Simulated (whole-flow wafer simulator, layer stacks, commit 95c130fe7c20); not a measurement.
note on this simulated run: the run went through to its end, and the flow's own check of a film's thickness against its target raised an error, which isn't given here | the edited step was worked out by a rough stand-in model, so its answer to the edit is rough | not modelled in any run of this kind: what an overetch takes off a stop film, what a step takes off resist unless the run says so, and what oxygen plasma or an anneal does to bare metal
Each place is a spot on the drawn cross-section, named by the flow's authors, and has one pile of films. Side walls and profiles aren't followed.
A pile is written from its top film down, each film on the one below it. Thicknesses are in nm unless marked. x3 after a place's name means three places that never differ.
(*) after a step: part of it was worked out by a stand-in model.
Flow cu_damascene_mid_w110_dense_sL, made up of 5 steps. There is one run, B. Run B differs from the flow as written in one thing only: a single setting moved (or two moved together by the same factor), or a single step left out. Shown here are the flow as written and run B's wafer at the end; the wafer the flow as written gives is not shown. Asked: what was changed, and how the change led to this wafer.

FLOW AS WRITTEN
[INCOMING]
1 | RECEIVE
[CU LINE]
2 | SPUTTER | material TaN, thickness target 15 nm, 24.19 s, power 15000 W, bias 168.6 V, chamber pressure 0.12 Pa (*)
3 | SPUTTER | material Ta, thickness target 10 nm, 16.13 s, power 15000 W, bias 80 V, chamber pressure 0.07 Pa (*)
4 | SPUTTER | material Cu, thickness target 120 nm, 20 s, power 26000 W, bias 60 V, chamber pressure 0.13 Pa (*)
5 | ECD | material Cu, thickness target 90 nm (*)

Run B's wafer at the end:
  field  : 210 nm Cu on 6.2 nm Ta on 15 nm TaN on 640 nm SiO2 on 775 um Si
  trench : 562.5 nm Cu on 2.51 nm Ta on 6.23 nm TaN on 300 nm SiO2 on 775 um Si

The reason: step 3, SPUTTER: thickness target 6.2 nm was run, though the flow has thickness target 10 nm; step 3, SPUTTER: 10.08 s was run, where the flow has 16.13 s.
The wafer lets one read it off: field has Ta 6.2, and step 3 as written asks for 10 nm.

How this came from the change, step by step:
  3 | SPUTTER | material Ta, thickness target 10 nm, 16.13 s, power 15000 W, bias 80 V, chamber pressure 0.07 Pa (*)
      field: Ta gains 6.2 (new film) (as written it would have been: Ta gains 10 (new film))
      trench: Ta gains 2.51 (new film) (as written it would have been: Ta gains 4.05 (new film))
